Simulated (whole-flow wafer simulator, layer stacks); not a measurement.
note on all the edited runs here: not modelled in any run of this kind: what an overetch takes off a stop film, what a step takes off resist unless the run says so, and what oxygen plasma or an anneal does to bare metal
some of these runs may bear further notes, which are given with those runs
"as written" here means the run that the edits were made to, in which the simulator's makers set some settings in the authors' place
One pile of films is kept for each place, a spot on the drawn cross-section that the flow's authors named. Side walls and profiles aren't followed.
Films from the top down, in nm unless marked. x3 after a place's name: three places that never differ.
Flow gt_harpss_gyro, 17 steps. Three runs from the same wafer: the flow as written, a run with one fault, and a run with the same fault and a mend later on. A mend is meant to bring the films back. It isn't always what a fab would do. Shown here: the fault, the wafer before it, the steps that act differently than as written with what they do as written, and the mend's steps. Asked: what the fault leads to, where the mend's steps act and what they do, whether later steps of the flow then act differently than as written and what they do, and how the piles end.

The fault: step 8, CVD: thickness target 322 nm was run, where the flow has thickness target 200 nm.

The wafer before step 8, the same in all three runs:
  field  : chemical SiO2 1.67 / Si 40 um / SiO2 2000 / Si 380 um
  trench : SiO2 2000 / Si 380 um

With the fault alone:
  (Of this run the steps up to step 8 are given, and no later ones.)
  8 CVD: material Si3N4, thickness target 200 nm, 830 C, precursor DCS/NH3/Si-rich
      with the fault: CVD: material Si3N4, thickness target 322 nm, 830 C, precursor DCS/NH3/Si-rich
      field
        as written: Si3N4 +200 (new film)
        with the fault: Si3N4 +322 (new film)
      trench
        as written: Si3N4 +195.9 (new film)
        with the fault: Si3N4 +314.5 (new film)
  After step 8 the piles differ from the flow's by more than 2% or 0.5 nm, whichever is larger, at field, trench.
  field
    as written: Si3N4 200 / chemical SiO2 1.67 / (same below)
    with the fault: Si3N4 322 / chemical SiO2 1.67 / (same below)
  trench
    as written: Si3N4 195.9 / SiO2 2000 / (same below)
    with the fault: Si3N4 314.5 / SiO2 2000 / (same below)

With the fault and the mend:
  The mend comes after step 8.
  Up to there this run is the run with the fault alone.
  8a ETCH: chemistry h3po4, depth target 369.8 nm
      field
        Si3N4 -322 (all of it)
      trench
        Si3N4 -314.5 (all of it)
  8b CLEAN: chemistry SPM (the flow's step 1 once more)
      changes no film at any place that is followed
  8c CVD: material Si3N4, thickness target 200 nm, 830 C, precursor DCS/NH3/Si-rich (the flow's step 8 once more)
      field
        Si3N4 +200 (new film)
      trench
        Si3N4 +195.9 (new film)
  No later step of the flow acts differently than as written at any place that is followed.
  At the end the piles are the same as the flow's at every place that both follow.
